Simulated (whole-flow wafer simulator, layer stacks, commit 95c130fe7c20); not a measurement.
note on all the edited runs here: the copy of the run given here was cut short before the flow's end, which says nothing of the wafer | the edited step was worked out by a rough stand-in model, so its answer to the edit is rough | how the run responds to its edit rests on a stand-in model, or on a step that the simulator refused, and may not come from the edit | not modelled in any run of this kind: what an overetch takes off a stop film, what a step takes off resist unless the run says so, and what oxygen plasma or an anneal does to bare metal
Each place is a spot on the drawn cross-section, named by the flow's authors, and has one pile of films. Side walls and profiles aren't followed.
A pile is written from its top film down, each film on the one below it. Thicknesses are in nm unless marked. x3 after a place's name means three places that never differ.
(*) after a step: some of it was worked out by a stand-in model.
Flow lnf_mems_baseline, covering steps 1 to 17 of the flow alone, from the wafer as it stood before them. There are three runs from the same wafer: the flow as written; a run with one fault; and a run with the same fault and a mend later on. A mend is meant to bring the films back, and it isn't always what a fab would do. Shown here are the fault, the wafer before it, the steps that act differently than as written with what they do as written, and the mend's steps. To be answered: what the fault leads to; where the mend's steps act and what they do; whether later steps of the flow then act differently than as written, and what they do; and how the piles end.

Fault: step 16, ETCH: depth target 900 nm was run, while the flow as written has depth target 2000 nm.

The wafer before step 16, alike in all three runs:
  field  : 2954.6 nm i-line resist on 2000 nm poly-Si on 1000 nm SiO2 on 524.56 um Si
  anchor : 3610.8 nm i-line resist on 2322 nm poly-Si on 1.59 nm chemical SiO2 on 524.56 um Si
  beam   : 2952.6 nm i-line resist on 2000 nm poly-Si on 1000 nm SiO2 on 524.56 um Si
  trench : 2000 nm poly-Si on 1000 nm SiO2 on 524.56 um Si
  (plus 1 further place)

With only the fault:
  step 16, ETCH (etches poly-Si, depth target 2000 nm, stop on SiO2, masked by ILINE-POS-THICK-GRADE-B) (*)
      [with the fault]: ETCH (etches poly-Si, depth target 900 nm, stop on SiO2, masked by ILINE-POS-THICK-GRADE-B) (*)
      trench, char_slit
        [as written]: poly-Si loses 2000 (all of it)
        [with the fault]: poly-Si loses 900
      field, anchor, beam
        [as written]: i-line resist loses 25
        [with the fault]: i-line resist loses 11.2
  Steps later in the flow that act otherwise than as written:
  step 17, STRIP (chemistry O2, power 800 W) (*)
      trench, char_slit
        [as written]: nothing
        [with the fault]: chemical SiO2 gains 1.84 (new film), poly-Si loses 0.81
  At trench, char_slit, the piles at the end differ from the flow's by more than 2% or 0.5 nm, whichever is larger.
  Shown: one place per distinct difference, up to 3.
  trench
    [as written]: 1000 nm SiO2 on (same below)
    [with the fault]: 1.84 nm chemical SiO2 on 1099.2 nm poly-Si on 1000 nm SiO2 on (same below)

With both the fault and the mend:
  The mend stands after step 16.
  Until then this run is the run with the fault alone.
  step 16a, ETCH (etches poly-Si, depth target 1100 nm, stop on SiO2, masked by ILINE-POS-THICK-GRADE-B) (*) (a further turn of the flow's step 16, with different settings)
      field, anchor, beam
        i-line resist loses 13.8
      trench, char_slit
        poly-Si loses 1100 (all of it)
  Later steps of the flow that are run all act as written at every place that is followed.
  By the end, the piles equal the flow's at every place that both follow.
